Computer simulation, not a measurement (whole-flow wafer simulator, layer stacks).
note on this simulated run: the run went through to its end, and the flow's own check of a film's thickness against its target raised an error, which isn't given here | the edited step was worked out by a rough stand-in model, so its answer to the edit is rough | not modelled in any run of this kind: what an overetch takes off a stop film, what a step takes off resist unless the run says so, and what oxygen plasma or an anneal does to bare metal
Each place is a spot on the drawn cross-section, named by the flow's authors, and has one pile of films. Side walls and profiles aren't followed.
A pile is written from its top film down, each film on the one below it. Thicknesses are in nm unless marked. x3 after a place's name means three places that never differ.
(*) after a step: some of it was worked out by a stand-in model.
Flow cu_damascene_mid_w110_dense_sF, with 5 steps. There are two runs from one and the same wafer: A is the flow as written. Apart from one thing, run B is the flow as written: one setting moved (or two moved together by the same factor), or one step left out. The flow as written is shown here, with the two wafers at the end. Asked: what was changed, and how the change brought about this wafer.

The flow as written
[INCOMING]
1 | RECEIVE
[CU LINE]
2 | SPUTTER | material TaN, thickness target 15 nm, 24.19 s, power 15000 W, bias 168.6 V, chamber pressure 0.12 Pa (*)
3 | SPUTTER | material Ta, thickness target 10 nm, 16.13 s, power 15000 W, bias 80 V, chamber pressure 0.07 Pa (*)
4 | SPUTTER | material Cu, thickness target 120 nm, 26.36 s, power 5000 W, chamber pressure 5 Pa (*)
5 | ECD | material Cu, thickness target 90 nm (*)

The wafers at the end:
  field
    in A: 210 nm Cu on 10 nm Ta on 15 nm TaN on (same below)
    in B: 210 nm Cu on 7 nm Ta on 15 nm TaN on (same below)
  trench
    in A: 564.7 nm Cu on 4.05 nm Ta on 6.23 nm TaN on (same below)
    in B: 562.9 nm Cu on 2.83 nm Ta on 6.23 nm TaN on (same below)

Cause: step 3, SPUTTER: 11.29 s was run, while the flow as written has 16.13 s.

Step by step, how the change led to this:
  3 | SPUTTER | material Ta, thickness target 10 nm, 16.13 s, power 15000 W, bias 80 V, chamber pressure 0.07 Pa (*)
      field: A +10 Ta (new film) | B +7 Ta (new film)
      trench: A +4.05 Ta (new film) | B +2.83 Ta (new film)
